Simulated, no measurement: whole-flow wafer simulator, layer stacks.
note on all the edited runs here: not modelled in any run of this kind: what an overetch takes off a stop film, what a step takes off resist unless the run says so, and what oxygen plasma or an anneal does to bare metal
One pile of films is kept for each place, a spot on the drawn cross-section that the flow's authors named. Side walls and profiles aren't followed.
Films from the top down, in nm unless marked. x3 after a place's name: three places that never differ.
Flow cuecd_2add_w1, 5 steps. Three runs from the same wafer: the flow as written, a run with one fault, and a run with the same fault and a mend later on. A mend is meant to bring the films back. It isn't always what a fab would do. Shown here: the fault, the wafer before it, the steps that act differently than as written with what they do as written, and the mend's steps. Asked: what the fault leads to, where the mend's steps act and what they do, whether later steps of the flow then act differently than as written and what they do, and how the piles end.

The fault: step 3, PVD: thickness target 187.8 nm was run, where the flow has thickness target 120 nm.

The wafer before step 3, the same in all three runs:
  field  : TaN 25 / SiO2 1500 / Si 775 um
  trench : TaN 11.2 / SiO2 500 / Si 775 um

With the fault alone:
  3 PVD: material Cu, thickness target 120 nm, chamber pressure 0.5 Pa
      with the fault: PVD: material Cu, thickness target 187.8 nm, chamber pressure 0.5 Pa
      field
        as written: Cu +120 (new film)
        with the fault: Cu +187.8 (new film)
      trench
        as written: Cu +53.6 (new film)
        with the fault: Cu +82.1 (new film)
  No later step of the flow acts differently than as written, at any place that is followed, by more than 2% or 0.5 nm, whichever is larger.
  At the end the piles differ from the flow's by more than 2% or 0.5 nm, whichever is larger, at field, trench.
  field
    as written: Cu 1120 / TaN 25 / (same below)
    with the fault: Cu 1187.8 / TaN 25 / (same below)
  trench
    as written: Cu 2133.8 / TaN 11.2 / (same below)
    with the fault: Cu 2201.6 / TaN 11.2 / (same below)

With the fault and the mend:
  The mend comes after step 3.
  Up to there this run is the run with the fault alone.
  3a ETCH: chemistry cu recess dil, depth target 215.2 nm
      field
        Cu -187.8 (all of it)
      trench
        Cu -82.1 (all of it)
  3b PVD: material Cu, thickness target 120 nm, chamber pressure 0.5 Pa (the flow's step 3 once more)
      field
        Cu +120 (new film)
      trench
        Cu +53.6 (new film)
  No later step of the flow acts differently than as written at any place that is followed.
  At the end the piles are the same as the flow's at every place that both follow.
